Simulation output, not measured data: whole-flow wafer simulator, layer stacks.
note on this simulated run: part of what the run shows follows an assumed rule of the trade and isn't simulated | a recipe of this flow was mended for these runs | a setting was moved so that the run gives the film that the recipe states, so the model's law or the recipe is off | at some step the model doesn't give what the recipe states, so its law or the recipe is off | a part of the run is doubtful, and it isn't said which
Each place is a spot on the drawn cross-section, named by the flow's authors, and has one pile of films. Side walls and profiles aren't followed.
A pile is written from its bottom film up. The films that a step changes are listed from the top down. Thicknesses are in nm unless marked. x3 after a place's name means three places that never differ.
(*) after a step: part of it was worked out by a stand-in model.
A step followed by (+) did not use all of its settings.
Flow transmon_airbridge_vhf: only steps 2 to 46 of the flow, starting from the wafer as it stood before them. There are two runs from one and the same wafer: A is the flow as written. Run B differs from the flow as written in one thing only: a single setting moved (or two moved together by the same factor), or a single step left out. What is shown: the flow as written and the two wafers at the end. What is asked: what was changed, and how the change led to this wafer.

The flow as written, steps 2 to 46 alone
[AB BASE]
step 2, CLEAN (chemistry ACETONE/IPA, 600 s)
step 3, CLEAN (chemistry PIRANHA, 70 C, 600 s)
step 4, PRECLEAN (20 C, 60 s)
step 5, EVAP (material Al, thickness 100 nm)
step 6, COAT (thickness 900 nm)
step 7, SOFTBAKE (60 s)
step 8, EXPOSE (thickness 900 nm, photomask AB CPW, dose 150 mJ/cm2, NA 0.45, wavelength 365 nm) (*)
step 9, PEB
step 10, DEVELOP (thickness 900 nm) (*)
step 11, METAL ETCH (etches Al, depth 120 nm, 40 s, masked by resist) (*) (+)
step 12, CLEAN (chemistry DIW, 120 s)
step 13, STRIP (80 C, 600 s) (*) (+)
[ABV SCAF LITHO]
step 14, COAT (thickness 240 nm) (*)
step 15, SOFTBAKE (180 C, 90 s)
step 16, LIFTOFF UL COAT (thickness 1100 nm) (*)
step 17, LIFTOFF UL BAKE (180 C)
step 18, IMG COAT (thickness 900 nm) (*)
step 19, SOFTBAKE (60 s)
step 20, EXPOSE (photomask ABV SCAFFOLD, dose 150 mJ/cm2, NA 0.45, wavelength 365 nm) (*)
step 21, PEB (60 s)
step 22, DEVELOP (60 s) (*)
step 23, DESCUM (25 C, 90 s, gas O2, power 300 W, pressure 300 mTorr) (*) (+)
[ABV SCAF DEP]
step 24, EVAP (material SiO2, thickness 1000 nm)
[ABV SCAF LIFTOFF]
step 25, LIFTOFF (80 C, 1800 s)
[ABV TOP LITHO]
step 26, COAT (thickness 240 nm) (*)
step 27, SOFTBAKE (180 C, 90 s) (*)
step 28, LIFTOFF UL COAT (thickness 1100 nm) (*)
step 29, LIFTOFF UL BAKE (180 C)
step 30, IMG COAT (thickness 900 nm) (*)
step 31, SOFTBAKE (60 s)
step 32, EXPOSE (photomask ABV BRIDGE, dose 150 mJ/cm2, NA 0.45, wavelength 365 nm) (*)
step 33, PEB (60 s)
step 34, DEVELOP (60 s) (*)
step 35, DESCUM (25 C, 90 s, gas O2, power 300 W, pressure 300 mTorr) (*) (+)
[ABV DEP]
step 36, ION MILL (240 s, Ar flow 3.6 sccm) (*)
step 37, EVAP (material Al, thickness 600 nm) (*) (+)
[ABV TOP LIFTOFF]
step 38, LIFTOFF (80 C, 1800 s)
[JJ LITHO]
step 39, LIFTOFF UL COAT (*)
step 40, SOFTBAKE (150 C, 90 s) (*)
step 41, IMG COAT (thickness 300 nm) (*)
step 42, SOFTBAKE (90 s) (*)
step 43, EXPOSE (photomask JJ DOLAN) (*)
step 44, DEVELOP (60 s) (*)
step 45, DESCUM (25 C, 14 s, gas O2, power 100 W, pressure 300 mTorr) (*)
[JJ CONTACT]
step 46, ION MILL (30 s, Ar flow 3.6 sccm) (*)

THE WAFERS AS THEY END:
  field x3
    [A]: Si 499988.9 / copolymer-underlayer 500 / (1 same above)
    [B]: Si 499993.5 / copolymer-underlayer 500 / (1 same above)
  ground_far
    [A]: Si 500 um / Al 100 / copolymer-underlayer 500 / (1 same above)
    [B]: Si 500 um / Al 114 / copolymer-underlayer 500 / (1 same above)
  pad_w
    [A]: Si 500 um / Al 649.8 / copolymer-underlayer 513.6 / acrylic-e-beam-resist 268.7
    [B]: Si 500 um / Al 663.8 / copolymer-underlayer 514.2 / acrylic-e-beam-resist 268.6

The reason: step 5, EVAP: thickness 114 nm was run, though the flow has thickness 100 nm.
The wafer lets one read it off: ground_far has Al 114, and step 5 as written asks for 100 nm.

Step by step, how the change led to this:
  step 5, EVAP (material Al, thickness 100 nm)
      field x3, jj_line, ground_far and 12 more: A Al gains 100 (new film) | B Al gains 114 (new film)
  step 11, METAL ETCH (etches Al, depth 120 nm, 40 s, masked by resist) (*) (+)
      field x3, jj_line, gap_w, gap_e: A Al loses 86.7 (all of it), Si loses 11.1 | B Al loses 100.7 (all of it), Si loses 6.44
